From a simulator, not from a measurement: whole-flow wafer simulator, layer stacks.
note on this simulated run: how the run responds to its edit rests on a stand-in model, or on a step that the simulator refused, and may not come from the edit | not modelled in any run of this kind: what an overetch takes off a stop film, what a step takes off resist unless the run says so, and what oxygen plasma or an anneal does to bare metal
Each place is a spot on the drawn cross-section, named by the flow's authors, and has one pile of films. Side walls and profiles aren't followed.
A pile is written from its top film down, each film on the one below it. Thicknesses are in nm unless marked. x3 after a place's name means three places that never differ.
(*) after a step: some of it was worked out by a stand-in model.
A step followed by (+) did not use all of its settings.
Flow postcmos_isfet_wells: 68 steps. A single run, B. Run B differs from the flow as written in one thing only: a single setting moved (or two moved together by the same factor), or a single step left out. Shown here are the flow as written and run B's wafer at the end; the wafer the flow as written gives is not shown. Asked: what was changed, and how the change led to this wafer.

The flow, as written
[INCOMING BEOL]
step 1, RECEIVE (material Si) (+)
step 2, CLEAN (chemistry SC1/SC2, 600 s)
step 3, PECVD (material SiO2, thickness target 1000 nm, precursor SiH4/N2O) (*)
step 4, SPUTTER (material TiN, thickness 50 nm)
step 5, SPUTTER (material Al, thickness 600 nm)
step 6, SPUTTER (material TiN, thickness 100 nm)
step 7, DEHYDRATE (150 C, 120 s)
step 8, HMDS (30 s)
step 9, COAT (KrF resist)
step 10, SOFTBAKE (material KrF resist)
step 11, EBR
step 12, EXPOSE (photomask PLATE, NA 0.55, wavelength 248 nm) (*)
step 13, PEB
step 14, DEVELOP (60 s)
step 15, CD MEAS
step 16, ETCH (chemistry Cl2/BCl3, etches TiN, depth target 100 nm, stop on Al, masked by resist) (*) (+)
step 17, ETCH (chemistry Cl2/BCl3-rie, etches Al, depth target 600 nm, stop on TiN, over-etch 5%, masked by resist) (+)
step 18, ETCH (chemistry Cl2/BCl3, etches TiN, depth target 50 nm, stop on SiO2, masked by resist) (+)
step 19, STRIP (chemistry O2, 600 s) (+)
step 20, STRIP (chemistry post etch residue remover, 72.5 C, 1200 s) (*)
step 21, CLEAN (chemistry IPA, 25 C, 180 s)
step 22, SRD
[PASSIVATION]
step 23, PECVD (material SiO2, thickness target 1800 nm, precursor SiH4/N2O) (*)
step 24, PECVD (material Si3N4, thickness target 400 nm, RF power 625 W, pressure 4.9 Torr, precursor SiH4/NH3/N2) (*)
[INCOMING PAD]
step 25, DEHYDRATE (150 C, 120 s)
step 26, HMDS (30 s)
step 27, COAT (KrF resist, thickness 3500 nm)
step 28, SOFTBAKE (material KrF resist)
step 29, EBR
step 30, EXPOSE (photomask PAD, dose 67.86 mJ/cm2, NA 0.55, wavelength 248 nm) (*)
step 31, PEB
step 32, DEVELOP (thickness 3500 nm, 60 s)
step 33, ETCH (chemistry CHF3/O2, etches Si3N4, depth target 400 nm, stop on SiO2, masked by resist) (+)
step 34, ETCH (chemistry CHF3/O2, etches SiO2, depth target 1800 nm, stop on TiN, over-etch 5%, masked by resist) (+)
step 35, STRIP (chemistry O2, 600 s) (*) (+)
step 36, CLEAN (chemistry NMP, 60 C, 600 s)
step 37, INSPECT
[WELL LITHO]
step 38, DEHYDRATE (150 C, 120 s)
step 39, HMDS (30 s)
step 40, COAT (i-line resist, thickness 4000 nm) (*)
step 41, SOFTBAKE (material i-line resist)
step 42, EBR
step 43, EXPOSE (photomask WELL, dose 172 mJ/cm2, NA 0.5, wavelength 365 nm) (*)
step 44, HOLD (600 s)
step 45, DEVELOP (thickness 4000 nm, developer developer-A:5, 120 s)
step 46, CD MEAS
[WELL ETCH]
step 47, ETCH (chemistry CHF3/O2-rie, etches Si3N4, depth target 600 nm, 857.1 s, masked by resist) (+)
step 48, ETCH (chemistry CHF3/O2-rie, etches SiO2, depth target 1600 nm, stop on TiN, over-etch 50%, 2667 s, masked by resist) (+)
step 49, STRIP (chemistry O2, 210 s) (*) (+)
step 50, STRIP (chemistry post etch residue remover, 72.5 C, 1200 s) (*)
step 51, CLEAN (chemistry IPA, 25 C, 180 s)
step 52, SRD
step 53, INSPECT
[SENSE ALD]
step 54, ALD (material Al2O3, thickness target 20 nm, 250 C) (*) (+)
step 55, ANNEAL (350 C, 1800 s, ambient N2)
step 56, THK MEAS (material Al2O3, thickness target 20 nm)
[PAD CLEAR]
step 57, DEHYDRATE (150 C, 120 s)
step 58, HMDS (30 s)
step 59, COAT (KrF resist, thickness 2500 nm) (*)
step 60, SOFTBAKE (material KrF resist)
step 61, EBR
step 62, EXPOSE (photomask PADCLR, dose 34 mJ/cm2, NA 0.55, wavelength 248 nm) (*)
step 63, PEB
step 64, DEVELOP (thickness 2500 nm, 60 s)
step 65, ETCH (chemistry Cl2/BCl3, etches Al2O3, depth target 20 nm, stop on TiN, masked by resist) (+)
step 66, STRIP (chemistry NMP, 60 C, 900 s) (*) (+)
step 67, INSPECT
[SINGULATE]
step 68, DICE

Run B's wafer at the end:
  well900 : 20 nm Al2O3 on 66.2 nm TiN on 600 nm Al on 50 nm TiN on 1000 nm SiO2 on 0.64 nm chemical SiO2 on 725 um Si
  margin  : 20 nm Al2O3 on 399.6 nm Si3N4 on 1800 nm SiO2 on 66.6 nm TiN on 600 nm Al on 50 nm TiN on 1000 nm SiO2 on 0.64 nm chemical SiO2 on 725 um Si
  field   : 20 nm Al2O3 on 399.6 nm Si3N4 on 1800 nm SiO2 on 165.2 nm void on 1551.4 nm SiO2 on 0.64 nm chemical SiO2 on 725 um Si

The reason: step 6, SPUTTER: thickness 67 nm was run, whereas the flow has thickness 100 nm.

How this came from the change, step by step:
  step 6, SPUTTER (material TiN, thickness 100 nm)
      field, margin, well900, well1300 x3, pad_rim, pad_clr, pad_open: TiN gains 67 (new film) (in the flow as written it would be: TiN gains 100 (new film))
  step 16, ETCH (chemistry Cl2/BCl3, etches TiN, depth target 100 nm, stop on Al, masked by resist) (*) (+)
      field: TiN loses 67 (all of it) (in the flow as written it would be: TiN loses 100 (all of it))
  step 23, PECVD (material SiO2, thickness target 1800 nm, precursor SiH4/N2O) (*)
      field: SiO2 gains 1800 (new film), void gains 165.2 (new film), SiO2 gains 551.4 (in the flow as written it would be: SiO2 gains 1800 (new film), void gains 189.9 (new film), SiO2 gains 559.7)
